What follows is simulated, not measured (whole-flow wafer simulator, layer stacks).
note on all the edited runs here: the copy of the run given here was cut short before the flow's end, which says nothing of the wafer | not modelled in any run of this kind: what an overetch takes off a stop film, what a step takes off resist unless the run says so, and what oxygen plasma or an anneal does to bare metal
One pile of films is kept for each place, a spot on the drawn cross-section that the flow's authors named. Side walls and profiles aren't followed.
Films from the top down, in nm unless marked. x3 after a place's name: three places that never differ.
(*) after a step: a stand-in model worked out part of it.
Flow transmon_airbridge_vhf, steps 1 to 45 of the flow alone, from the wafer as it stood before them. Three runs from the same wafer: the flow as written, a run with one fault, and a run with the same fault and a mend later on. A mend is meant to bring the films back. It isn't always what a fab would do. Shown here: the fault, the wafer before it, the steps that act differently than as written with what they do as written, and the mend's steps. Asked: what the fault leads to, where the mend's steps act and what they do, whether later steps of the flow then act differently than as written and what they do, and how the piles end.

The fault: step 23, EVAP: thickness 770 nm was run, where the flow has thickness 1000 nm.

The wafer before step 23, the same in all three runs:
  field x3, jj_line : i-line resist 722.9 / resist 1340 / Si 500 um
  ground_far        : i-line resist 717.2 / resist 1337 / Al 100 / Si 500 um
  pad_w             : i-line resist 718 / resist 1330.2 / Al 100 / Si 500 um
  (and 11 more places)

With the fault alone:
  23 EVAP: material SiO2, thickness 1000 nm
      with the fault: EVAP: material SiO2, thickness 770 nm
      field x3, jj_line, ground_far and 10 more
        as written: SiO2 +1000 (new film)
        with the fault: SiO2 +770 (new film)
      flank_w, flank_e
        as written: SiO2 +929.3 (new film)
        with the fault: SiO2 +715.6 (new film)
  Later steps of the flow that act differently than as written (2 more steps differ only slightly, by at most 2% or 0.5 nm, whichever is larger, and aren't shown):
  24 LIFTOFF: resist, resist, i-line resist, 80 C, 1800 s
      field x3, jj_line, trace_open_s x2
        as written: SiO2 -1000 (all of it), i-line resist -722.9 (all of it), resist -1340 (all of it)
        with the fault: SiO2 -770 (all of it), i-line resist -722.9 (all of it), resist -1340 (all of it)
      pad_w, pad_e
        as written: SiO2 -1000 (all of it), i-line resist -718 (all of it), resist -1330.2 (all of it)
        with the fault: SiO2 -770 (all of it), i-line resist -718 (all of it), resist -1330.2 (all of it)
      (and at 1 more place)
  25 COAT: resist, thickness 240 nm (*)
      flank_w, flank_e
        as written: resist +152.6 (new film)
        with the fault: resist +160.4 (new film)
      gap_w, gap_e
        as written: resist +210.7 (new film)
        with the fault: resist +220.6 (new film)
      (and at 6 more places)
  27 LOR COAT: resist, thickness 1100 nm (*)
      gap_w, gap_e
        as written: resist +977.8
        with the fault: resist +1009.7
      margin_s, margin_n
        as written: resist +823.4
        with the fault: resist +879.2
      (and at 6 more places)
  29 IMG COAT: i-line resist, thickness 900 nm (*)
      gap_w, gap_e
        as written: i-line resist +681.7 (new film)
        with the fault: i-line resist +737.6 (new film)
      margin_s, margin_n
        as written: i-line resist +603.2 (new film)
        with the fault: i-line resist +676 (new film)
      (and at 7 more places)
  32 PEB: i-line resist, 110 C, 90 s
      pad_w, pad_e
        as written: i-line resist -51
        with the fault: i-line resist -49.9
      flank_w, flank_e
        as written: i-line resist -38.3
        with the fault: i-line resist -40.6
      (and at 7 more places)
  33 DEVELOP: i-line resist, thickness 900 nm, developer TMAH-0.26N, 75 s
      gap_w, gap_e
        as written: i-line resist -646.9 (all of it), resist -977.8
        with the fault: i-line resist -699.9 (all of it), resist -1009.7
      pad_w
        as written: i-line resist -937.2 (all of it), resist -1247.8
        with the fault: i-line resist -917.7 (all of it), resist -1211.9
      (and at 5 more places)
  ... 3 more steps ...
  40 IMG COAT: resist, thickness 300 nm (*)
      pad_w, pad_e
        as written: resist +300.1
        with the fault: resist +293.8
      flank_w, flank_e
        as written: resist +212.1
        with the fault: resist +219.5
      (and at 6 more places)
  At the end the piles differ from the flow's by more than 2% or 0.5 nm, whichever is larger, at pad_w, flank_w, gap_w and 7 more.
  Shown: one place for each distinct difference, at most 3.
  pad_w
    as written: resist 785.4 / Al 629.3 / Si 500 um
    with the fault: resist 765.5 / Al 629.6 / Si 500 um
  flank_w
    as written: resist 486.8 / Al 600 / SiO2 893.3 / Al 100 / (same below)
    with the fault: resist 511.5 / Al 600 / SiO2 679.6 / Al 100 / (same below)
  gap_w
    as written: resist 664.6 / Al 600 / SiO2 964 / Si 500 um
    with the fault: resist 684.3 / Al 600 / SiO2 734 / Si 500 um

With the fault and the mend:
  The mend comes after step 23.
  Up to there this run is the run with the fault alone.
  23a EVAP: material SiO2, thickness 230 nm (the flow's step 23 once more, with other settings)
      field x3, jj_line, ground_far and 10 more
        SiO2 +230
      flank_w, flank_e
        SiO2 +213.9
  No later step of the flow acts differently than as written, at any place that is followed, by more than 2% or 0.5 nm, whichever is larger.
  At the end the piles differ from the flow's only slightly at the places that both follow, by at most 2% or 0.5 nm, whichever is larger.
